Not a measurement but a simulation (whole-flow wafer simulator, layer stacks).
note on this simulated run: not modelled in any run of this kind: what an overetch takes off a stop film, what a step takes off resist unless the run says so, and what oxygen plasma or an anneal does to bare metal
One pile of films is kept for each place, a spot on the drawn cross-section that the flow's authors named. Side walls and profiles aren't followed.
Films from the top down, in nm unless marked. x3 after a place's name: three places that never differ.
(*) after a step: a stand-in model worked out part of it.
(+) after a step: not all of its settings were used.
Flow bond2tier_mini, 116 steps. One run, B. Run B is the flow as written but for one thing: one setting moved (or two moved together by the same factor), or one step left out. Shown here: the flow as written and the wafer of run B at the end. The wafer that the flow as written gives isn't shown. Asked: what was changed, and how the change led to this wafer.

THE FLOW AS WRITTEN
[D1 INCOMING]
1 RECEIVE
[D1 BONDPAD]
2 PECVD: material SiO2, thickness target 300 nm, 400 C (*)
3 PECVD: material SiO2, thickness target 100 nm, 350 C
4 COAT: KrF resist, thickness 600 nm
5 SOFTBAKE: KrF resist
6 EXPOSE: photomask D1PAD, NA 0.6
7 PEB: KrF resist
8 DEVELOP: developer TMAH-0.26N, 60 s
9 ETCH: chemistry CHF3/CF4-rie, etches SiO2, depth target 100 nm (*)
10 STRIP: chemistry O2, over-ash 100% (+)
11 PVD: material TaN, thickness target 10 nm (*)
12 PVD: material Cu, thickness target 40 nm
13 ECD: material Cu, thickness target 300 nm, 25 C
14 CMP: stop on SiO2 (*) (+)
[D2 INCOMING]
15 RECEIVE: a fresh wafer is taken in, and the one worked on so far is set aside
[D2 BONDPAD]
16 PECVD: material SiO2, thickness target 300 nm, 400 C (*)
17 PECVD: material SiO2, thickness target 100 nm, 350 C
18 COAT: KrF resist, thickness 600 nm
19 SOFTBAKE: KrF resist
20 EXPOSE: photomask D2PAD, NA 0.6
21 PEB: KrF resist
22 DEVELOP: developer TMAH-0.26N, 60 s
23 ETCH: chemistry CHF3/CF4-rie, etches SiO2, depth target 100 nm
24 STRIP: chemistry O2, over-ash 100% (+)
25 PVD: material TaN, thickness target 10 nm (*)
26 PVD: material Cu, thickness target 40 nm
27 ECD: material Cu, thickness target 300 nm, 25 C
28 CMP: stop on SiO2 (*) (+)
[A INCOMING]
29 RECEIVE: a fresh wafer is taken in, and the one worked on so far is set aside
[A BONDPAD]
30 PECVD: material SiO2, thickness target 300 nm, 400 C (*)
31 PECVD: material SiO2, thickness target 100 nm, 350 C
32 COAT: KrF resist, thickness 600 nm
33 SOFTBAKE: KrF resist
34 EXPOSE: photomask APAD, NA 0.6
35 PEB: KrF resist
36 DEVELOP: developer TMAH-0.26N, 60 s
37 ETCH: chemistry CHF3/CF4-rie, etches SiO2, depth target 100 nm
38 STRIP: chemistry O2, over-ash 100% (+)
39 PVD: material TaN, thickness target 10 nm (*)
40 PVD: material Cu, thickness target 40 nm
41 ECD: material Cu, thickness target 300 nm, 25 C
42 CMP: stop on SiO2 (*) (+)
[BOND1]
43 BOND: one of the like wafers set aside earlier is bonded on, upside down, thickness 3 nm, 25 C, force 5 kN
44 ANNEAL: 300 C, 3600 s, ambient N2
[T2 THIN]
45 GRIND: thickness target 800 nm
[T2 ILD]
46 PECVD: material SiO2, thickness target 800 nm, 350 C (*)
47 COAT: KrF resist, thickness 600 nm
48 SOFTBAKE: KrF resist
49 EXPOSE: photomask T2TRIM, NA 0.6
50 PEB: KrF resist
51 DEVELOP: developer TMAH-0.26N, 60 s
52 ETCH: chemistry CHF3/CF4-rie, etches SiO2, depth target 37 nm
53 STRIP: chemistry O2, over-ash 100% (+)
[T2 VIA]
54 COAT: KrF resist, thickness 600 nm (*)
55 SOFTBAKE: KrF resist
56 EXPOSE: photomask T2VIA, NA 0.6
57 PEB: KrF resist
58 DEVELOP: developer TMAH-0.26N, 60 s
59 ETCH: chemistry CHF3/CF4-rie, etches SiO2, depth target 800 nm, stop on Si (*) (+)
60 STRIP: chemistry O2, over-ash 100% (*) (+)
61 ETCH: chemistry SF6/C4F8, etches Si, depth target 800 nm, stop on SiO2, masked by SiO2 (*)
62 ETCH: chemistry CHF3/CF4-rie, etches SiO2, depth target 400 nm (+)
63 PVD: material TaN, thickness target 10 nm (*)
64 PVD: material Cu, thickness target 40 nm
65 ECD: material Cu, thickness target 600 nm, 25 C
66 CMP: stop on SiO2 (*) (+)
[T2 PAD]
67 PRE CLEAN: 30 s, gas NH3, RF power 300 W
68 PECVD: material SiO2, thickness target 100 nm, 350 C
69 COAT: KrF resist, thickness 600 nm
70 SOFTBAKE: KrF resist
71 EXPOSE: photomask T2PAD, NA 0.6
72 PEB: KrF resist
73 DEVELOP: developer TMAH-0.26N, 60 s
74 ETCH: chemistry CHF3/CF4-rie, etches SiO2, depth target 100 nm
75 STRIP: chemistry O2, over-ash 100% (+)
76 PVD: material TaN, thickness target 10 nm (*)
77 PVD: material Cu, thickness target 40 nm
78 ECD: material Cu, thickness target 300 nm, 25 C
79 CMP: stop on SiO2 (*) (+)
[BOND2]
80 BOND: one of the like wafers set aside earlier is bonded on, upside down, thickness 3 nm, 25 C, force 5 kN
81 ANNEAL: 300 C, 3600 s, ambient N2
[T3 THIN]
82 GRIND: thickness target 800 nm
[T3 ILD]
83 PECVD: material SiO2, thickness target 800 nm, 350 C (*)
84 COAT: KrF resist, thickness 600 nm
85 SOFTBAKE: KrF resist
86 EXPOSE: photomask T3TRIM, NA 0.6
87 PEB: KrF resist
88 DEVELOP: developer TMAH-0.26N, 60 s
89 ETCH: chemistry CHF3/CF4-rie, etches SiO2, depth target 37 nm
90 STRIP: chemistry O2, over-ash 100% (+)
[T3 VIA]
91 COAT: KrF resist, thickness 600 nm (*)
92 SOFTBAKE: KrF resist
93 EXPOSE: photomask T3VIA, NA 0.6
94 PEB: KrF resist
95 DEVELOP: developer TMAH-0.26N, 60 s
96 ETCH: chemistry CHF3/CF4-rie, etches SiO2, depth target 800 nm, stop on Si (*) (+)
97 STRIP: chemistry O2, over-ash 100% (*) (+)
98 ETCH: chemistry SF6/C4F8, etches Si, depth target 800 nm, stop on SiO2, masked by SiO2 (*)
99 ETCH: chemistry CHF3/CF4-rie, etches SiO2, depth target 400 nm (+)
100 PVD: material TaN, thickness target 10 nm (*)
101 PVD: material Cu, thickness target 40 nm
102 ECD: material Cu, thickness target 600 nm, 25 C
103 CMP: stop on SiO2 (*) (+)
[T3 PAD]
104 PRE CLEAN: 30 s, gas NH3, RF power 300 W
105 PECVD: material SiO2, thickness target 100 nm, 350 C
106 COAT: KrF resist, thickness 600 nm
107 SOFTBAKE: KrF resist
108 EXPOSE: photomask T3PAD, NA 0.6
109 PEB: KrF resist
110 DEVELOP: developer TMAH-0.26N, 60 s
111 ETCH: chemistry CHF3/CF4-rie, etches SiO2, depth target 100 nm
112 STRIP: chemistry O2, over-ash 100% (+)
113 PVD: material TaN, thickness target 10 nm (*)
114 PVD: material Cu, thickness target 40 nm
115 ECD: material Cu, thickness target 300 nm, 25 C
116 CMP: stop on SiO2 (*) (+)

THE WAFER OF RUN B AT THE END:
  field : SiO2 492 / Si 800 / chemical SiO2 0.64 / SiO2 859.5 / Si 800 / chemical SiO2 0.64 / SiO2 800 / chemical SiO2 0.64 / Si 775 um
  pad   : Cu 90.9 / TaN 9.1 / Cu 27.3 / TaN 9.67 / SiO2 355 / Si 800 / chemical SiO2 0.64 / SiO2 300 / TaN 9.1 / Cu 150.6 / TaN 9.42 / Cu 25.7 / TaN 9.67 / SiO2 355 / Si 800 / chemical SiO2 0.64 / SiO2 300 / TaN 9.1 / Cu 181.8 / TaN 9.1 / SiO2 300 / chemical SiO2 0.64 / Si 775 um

The cause: step 68, PECVD: thickness target 67.5 nm was run, where the flow has thickness target 100 nm.

How the change led to this, step by step:
  68 PECVD: material SiO2, thickness target 100 nm, 350 C
      field: SiO2 +67.5 (as written it would be: SiO2 +100)
      pad: SiO2 +67.5 (new film) (as written it would be: SiO2 +100 (new film))
  74 ETCH: chemistry CHF3/CF4-rie, etches SiO2, depth target 100 nm
      pad: SiO2 -67.5 (all of it), Cu -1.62 (as written it would be: SiO2 -100 (all of it))
  77 PVD: material Cu, thickness target 40 nm
      pad: Cu +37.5 (new film) (as written it would be: Cu +36.4 (new film))
  78 ECD: material Cu, thickness target 300 nm, 25 C
      pad: Cu +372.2 (as written it would be: Cu +404.5)
